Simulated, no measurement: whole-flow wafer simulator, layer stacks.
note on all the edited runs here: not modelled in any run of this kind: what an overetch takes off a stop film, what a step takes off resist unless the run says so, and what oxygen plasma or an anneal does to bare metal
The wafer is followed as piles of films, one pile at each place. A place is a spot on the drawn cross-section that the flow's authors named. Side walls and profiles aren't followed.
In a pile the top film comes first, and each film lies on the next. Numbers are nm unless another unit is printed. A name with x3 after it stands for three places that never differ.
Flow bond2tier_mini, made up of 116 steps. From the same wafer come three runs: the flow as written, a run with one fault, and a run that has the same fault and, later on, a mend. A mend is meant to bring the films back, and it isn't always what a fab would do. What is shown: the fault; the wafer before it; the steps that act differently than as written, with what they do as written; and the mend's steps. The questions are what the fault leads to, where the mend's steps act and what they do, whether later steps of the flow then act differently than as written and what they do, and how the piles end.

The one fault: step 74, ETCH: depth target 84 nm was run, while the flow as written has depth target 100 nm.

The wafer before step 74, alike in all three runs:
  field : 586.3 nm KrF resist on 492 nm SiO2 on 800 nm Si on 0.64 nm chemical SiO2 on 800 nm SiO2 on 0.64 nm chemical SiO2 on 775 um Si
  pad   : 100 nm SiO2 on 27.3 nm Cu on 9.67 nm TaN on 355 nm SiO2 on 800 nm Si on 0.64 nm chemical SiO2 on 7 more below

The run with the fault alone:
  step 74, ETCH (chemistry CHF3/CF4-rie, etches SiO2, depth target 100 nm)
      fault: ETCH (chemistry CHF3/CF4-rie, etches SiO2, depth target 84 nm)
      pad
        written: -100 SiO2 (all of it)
        fault: -84 SiO2
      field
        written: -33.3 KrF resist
        fault: -28 KrF resist
  Steps further on in the flow that do not act as written (3 other steps are not shown; they differ only slightly, by no more than 2% or 0.5 nm, whichever is larger):
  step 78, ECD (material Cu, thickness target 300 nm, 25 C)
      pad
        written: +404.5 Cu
        fault: +387.8 Cu
  At pad, the piles at the end differ from the flow's by more than 2% or 0.5 nm, whichever is larger.
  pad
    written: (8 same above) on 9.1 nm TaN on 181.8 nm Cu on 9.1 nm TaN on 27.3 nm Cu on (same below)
    fault: (8 same above) on 9.1 nm TaN on 165.7 nm Cu on 9.24 nm TaN on 16 nm SiO2 on 27.3 nm Cu on (same below)

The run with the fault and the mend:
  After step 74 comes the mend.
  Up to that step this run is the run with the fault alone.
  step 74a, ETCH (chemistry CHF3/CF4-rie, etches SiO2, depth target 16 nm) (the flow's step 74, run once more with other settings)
      field
        -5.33 KrF resist
      pad
        -16 SiO2 (all of it)
  Every later step of the flow that is run acts as written at every place that is followed.
  At every place that both follow, the piles at the end match the flow's.
